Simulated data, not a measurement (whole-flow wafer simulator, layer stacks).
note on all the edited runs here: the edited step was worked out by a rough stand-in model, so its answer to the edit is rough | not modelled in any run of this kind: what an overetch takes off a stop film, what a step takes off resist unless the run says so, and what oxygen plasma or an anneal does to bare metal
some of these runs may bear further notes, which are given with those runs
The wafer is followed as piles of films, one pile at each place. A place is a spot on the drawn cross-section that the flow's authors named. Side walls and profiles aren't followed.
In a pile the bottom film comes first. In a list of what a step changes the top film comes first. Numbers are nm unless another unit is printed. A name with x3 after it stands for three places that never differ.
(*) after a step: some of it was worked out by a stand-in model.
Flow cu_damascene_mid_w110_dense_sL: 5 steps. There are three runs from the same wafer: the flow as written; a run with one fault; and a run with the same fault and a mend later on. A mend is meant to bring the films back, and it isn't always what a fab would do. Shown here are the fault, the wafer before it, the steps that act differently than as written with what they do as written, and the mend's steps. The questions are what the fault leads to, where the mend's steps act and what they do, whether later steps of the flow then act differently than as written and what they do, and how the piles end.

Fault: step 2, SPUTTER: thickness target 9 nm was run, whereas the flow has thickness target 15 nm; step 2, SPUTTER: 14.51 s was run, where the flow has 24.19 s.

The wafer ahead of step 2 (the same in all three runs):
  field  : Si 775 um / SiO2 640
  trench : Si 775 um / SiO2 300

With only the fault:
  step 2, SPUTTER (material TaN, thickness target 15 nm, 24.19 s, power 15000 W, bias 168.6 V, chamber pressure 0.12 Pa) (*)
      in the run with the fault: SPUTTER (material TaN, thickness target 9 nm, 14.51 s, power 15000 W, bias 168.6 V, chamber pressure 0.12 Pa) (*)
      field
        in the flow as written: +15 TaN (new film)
        in the run with the fault: +9 TaN (new film)
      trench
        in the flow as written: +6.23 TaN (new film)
        in the run with the fault: +3.74 TaN (new film)
  Later steps of the flow that are run all act as written at every place that is followed, up to a difference of at most 2% or 0.5 nm, whichever is larger.
  By the end, the piles at field, trench depart from the flow's by more than 2% or 0.5 nm, whichever is larger.
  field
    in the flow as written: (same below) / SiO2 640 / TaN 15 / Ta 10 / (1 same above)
    in the run with the fault: (same below) / SiO2 640 / TaN 9 / Ta 10 / (1 same above)
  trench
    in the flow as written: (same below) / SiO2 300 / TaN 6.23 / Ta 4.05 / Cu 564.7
    in the run with the fault: (same below) / SiO2 300 / TaN 3.74 / Ta 4.12 / Cu 561.1

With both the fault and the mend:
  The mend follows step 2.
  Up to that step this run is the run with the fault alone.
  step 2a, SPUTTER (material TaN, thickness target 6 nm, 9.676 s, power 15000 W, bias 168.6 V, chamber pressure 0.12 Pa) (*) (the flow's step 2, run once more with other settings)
      field
        +6 TaN
      trench
        +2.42 TaN
  Later steps of the flow that are run all act as written at every place that is followed, up to a difference of at most 2% or 0.5 nm, whichever is larger.
  At the end the piles are close to the flow's at the places that both follow, differing by at most 2% or 0.5 nm, whichever is larger.
